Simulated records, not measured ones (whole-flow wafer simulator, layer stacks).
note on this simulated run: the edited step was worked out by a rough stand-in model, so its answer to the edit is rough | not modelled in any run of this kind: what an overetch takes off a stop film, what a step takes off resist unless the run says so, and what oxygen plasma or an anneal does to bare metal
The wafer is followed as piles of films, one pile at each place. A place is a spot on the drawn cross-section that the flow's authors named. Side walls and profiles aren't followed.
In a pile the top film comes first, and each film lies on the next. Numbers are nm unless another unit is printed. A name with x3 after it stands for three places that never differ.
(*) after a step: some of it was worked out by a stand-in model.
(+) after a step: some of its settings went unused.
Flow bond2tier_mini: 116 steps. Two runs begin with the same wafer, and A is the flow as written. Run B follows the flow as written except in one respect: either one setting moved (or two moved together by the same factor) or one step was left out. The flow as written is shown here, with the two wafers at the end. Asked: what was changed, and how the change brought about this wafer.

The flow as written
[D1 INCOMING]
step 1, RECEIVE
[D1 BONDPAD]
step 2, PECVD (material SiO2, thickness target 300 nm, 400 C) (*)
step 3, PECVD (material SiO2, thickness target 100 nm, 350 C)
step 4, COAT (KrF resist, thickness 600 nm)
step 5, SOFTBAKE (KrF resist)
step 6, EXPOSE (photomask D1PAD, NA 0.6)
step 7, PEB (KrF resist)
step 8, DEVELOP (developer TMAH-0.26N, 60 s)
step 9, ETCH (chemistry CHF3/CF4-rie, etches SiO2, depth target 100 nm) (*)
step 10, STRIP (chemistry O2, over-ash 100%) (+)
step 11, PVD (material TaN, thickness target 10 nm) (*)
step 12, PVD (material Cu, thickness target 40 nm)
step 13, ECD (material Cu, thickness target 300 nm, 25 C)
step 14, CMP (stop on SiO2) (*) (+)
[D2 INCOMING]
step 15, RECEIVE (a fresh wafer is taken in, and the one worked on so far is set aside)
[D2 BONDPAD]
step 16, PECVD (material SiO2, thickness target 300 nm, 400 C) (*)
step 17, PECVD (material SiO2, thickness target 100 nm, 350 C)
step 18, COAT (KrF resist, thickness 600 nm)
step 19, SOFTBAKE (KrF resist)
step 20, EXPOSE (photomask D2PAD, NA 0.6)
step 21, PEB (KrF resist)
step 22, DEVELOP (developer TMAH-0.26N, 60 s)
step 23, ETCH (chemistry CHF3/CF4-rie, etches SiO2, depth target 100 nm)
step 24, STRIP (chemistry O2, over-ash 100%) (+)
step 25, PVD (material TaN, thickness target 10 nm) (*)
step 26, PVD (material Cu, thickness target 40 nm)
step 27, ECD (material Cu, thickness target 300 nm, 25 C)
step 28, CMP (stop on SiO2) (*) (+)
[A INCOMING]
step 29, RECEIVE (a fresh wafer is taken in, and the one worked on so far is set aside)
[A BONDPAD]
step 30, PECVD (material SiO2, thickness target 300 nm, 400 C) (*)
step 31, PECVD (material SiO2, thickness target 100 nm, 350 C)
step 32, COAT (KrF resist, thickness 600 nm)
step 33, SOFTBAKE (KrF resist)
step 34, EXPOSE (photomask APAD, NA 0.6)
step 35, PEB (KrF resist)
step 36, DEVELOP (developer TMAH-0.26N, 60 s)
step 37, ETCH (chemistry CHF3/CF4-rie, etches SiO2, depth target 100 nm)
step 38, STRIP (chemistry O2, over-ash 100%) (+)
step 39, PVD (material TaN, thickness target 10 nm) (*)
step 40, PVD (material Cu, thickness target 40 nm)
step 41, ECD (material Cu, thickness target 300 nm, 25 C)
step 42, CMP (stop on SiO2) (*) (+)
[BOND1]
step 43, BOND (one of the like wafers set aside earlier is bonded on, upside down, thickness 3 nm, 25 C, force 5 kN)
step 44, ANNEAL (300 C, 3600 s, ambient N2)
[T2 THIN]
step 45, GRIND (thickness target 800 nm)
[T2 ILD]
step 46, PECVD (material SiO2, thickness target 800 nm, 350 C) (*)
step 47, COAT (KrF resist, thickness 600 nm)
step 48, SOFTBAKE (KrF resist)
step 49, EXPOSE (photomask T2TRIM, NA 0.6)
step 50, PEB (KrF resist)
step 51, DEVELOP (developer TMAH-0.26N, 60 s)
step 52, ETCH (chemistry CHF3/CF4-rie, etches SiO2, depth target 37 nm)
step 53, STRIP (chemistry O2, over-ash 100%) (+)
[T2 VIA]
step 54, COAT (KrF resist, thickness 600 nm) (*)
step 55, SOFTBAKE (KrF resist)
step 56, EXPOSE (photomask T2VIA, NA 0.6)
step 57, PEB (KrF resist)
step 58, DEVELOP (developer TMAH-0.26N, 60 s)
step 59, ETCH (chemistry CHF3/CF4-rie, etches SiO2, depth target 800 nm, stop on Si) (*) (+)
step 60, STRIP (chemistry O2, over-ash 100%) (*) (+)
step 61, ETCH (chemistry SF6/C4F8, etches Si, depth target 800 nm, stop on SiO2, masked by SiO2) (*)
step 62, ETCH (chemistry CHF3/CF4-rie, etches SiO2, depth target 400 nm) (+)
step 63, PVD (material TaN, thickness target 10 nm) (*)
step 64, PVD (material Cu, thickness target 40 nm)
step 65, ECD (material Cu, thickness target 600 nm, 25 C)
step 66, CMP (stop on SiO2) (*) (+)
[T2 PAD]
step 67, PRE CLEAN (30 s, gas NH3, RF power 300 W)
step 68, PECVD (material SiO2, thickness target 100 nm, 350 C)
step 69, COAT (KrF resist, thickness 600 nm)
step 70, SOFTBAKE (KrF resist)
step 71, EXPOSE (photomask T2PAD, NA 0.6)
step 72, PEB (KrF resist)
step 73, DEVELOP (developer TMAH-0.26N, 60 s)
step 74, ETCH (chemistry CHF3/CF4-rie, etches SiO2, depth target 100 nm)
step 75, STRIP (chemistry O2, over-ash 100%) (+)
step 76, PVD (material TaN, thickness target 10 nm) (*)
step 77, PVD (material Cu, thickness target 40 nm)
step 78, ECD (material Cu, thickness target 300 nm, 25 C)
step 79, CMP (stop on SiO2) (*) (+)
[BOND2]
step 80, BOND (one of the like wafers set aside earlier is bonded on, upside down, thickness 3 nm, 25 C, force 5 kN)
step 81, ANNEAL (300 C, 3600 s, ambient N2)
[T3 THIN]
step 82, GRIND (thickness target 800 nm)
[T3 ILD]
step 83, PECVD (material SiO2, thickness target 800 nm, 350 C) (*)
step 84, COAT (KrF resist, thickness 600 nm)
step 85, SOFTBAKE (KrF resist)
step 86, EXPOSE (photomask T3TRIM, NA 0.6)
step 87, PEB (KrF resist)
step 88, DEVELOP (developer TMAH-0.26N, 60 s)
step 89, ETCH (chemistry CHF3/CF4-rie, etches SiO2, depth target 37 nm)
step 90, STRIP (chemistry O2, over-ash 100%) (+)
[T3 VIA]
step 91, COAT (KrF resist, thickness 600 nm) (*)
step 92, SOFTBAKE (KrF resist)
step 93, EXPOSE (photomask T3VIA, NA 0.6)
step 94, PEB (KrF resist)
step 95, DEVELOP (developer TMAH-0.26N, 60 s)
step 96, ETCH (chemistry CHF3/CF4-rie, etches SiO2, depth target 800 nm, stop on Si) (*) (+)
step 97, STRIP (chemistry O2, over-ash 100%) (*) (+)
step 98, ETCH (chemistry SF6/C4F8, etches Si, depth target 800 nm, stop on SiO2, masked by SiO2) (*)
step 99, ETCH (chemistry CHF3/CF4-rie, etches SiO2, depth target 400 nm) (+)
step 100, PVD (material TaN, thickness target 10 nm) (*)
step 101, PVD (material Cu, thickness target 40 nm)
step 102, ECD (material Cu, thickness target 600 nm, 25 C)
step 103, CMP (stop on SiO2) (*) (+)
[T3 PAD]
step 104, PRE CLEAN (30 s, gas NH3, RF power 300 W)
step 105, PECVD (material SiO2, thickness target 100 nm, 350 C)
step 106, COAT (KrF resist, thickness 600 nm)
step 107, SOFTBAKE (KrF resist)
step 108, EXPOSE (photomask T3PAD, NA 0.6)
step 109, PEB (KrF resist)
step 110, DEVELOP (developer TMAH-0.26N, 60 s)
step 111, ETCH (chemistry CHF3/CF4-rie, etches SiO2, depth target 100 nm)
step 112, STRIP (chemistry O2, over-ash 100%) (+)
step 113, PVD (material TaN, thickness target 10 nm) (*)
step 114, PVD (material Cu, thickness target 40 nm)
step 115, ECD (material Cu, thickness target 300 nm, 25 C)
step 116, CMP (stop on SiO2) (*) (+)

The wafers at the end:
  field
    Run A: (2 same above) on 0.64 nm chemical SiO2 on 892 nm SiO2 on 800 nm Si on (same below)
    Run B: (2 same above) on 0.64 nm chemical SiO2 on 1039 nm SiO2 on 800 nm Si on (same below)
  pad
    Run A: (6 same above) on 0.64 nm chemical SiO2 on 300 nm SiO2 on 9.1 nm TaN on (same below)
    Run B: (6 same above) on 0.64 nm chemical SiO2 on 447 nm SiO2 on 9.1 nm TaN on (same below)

What caused this: step 16, PECVD: thickness target 447 nm was run, whereas the flow has thickness target 300 nm.
One can read it off the wafer: pad has SiO2 447, and step 16 as written asks for 300 nm.

How this came from the change, step by step:
  step 16, PECVD (material SiO2, thickness target 300 nm, 400 C) (*)
      field, pad, via: A +300 SiO2 (new film) | B +447 SiO2 (new film)
  step 80, BOND (one of the like wafers set aside earlier is bonded on, upside down, thickness 3 nm, 25 C, force 5 kN)
      field: A +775 um Si (new film), +0.64 chemical SiO2 (new film), +400 SiO2 | B +775 um Si (new film), +0.64 chemical SiO2 (new film), +547 SiO2
      pad: A +775 um Si (new film), +0.64 chemical SiO2 (new film), +300 SiO2 (new film), +9.1 TaN (new film), +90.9 Cu | B +775 um Si (new film), +0.64 chemical SiO2 (new film), +447 SiO2 (new film), +9.1 TaN (new film), +90.9 Cu
